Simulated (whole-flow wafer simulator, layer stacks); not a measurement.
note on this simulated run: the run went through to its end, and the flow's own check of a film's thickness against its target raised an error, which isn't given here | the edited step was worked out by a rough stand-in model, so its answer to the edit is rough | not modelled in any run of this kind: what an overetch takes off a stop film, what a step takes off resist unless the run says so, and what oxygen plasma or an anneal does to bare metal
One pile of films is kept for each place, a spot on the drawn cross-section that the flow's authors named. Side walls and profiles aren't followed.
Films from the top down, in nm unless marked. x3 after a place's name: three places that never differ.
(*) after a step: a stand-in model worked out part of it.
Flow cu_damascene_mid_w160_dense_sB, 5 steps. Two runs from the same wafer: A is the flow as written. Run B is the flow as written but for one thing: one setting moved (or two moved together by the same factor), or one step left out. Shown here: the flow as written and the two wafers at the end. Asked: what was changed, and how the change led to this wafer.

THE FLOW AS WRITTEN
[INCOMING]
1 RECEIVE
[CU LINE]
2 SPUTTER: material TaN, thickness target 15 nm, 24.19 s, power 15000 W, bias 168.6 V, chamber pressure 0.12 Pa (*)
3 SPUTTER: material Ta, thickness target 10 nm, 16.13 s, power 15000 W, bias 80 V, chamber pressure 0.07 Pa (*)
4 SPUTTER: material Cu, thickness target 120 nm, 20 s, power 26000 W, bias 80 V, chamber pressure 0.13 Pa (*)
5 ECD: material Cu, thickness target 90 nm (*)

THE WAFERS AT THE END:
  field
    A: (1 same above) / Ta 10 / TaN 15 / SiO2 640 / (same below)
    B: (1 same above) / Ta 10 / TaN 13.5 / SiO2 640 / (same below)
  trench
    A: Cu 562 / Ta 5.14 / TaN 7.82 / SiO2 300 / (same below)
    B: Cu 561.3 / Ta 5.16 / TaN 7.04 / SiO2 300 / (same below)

The cause: step 2, SPUTTER: thickness target 13.5 nm was run, where the flow has thickness target 15 nm; step 2, SPUTTER: 21.77 s was run, where the flow has 24.19 s.
It can be read off the wafer: field has TaN 13.5, and step 2 as written asks for 15 nm.

How the change led to this, step by step:
  2 SPUTTER: material TaN, thickness target 15 nm, 24.19 s, power 15000 W, bias 168.6 V, chamber pressure 0.12 Pa (*)
      field: A TaN +15 (new film) | B TaN +13.5 (new film)
      trench: A TaN +7.82 (new film) | B TaN +7.04 (new film)
